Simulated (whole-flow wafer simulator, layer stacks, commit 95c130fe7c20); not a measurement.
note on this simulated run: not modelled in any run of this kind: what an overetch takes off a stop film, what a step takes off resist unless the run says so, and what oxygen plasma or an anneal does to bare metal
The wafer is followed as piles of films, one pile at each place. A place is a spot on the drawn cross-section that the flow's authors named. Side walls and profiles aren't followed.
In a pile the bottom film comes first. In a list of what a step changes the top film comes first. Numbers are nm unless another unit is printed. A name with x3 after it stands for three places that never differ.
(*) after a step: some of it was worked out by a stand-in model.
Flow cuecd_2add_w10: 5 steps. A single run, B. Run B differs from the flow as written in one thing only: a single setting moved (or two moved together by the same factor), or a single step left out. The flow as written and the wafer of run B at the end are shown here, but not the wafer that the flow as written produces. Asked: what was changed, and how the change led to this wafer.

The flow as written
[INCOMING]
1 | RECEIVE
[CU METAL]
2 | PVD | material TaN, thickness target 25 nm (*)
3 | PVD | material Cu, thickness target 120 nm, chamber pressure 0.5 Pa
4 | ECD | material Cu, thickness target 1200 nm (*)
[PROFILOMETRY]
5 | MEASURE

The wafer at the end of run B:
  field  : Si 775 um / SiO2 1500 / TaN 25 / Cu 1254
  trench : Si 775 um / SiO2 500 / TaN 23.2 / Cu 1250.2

What caused this: step 3, PVD: thickness target 54 nm was run, while the flow as written has thickness target 120 nm.

How this came from the change, step by step:
  3 | PVD | material Cu, thickness target 120 nm, chamber pressure 0.5 Pa
      field: Cu gains 54 (new film) (it would be, as written: Cu gains 120 (new film))
      trench: Cu gains 50.2 (new film) (it would be, as written: Cu gains 111.8 (new film))
